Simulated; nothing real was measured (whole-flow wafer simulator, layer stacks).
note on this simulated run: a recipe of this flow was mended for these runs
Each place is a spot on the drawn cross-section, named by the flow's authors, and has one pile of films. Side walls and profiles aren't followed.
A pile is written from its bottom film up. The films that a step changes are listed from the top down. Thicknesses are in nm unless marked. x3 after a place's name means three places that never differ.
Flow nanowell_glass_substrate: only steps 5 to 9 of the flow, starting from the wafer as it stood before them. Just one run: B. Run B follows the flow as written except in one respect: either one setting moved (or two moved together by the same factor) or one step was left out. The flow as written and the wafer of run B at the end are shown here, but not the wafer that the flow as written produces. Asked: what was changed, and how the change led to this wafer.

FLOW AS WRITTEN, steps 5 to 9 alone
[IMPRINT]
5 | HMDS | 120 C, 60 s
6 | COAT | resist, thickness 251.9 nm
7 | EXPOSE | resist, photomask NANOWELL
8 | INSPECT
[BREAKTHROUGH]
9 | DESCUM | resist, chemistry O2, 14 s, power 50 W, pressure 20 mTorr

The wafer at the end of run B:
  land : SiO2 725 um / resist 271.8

What caused this: step 6, COAT: thickness 268.9 nm was run, while the flow as written has thickness 251.9 nm.

How this came from the change, step by step:
  6 | COAT | resist, thickness 251.9 nm
      land, w350 x4: +268.9 resist (new film) (it would be, as written: +251.9 resist (new film))
  7 | EXPOSE | resist, photomask NANOWELL
      land: +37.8 resist (it would be, as written: +39.3 resist)
  9 | DESCUM | resist, chemistry O2, 14 s, power 50 W, pressure 20 mTorr
      w350 x4: -33.7 resist (all of it) (it would be, as written: -18.2 resist (all of it))
